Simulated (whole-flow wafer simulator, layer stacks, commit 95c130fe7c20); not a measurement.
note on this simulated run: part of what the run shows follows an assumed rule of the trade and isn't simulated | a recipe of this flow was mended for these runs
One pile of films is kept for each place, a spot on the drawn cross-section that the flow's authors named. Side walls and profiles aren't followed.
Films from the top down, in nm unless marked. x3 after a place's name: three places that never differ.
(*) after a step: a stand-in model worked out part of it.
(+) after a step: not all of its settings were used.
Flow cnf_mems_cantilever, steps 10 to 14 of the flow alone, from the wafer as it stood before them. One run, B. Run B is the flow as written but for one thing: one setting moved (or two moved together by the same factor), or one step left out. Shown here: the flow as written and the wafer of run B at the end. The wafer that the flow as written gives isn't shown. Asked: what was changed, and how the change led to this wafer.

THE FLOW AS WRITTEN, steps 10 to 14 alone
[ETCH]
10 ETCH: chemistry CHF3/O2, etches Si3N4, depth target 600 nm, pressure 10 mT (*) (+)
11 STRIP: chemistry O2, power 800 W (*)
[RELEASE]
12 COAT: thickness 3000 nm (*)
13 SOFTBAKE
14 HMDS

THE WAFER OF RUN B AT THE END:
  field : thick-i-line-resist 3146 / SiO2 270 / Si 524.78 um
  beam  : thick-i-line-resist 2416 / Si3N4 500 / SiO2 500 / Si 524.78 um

The cause: step 10, ETCH: depth target 960 nm was run, where the flow has depth target 600 nm.

How the change led to this, step by step:
  10 ETCH: chemistry CHF3/O2, etches Si3N4, depth target 600 nm, pressure 10 mT (*) (+)
      field: Si3N4 -500 (all of it), SiO2 -230 (as written it would be: Si3N4 -500 (all of it), SiO2 -50)
      beam: KrF-resist -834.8 (as written it would be: KrF-resist -521.7)
  11 STRIP: chemistry O2, power 800 W (*)
      beam: KrF-resist -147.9 (all of it) (as written it would be: KrF-resist -460.9 (all of it))
  12 COAT: thickness 3000 nm (*)
      beam: thick-i-line-resist +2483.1 (new film) (as written it would be: thick-i-line-resist +2607.6 (new film))
  13 SOFTBAKE
      field: thick-i-line-resist +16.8 (as written it would be: thick-i-line-resist +11.9)
      beam: thick-i-line-resist -67.1 (as written it would be: thick-i-line-resist -47.6)
